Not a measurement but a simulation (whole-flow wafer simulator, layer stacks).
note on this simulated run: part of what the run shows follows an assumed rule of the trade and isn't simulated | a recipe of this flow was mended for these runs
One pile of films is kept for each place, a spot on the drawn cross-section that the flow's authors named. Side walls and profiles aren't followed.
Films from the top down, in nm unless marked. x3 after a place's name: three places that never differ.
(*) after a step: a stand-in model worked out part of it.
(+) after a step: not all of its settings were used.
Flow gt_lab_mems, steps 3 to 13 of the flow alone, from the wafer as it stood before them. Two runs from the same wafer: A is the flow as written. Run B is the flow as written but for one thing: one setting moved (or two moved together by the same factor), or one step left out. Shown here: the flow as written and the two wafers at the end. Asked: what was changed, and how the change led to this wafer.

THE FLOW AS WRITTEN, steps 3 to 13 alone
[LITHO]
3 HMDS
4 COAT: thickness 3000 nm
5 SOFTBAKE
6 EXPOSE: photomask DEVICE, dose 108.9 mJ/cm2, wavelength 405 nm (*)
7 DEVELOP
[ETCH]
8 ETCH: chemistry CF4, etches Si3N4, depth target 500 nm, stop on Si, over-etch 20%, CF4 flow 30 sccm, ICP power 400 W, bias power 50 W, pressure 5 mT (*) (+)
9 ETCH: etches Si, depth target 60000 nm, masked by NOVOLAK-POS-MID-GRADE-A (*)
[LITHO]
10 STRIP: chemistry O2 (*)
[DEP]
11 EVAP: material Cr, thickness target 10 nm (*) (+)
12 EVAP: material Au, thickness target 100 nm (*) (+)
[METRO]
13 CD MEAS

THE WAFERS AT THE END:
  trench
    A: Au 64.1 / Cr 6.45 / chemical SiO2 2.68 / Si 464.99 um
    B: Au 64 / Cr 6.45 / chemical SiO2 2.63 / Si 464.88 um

The cause: step 8, ETCH: depth target 680 nm was run, where the flow has depth target 500 nm.

How the change led to this, step by step:
  8 ETCH: chemistry CF4, etches Si3N4, depth target 500 nm, stop on Si, over-etch 20%, CF4 flow 30 sccm, ICP power 400 W, bias power 50 W, pressure 5 mT (*) (+)
      field: A g/i-line-resist -400 | B g/i-line-resist -544
      trench: A Si3N4 -500 (all of it), chemical SiO2 -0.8 (all of it), Si -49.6 | B Si3N4 -500 (all of it), chemical SiO2 -0.8 (all of it), Si -157.6
  10 STRIP: chemistry O2 (*)
      field: A g/i-line-resist -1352 (all of it) | B g/i-line-resist -1208 (all of it)
